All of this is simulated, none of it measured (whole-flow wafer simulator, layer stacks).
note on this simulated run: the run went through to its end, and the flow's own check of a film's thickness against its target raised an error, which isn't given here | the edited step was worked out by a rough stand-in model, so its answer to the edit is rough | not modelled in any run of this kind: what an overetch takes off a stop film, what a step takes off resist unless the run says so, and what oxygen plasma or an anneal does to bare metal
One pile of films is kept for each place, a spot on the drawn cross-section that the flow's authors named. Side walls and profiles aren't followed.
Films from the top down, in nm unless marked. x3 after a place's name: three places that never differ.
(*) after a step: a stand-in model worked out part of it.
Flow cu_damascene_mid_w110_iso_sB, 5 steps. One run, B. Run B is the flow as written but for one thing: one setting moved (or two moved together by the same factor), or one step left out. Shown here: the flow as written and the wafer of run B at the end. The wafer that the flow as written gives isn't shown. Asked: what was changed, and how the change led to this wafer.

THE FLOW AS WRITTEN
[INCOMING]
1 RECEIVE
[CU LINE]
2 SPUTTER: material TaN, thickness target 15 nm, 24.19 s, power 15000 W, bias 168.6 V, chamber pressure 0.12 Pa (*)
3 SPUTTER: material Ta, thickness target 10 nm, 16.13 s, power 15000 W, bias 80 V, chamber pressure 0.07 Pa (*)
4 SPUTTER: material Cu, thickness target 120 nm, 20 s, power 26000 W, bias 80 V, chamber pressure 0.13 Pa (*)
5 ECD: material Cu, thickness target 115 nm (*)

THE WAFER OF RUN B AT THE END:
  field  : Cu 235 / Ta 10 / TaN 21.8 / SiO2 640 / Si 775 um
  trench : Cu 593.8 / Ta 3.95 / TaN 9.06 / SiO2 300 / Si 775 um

The cause: step 2, SPUTTER: thickness target 21.8 nm was run, where the flow has thickness target 15 nm; step 2, SPUTTER: 35.08 s was run, where the flow has 24.19 s.
It can be read off the wafer: field has TaN 21.8, and step 2 as written asks for 15 nm.

How the change led to this, step by step:
  2 SPUTTER: material TaN, thickness target 15 nm, 24.19 s, power 15000 W, bias 168.6 V, chamber pressure 0.12 Pa (*)
      field: TaN +21.8 (new film) (as written it would be: TaN +15 (new film))
      trench: TaN +9.06 (new film) (as written it would be: TaN +6.23 (new film))
  4 SPUTTER: material Cu, thickness target 120 nm, 20 s, power 26000 W, bias 80 V, chamber pressure 0.13 Pa (*)
      trench: Cu +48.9 (new film) (as written it would be: Cu +49.9 (new film))
